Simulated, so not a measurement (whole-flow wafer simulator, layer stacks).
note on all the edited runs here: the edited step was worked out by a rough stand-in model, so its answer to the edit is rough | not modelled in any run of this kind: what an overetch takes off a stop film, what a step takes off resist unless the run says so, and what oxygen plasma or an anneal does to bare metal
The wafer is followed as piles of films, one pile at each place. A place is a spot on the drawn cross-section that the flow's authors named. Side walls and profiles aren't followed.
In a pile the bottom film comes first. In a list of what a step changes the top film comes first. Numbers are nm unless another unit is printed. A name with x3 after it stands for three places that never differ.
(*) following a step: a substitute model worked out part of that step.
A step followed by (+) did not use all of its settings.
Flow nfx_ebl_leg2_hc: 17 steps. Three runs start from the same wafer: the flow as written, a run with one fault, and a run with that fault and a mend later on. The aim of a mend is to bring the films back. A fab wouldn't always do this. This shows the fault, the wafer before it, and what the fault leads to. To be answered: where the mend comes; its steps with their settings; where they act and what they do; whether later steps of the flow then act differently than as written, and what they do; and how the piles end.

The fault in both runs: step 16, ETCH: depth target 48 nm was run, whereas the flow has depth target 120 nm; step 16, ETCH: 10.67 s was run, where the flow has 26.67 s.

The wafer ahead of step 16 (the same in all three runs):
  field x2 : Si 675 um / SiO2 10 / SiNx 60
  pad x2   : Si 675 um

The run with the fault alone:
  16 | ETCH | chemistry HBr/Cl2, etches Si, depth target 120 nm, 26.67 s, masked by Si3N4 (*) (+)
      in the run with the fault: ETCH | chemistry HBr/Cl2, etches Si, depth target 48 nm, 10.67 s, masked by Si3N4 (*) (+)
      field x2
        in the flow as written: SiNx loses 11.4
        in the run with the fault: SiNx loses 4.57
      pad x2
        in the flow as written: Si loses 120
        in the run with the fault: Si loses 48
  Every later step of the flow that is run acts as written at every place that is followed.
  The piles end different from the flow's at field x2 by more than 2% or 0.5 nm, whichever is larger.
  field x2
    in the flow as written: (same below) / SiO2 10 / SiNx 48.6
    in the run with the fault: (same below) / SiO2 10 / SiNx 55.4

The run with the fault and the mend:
  After step 17 comes the mend.
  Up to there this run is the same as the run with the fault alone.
  17a | ETCH | chemistry HBr/Cl2, etches Si, depth target 72 nm, 16 s, masked by Si3N4 (*) (+) (the flow's step 16 again, with other settings)
      field x2
        SiNx loses 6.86
      pad x2
        Si loses 72
  Every later step of the flow that is run acts as written at every place that is followed.
  The piles end the same as the flow's at every place that both follow.
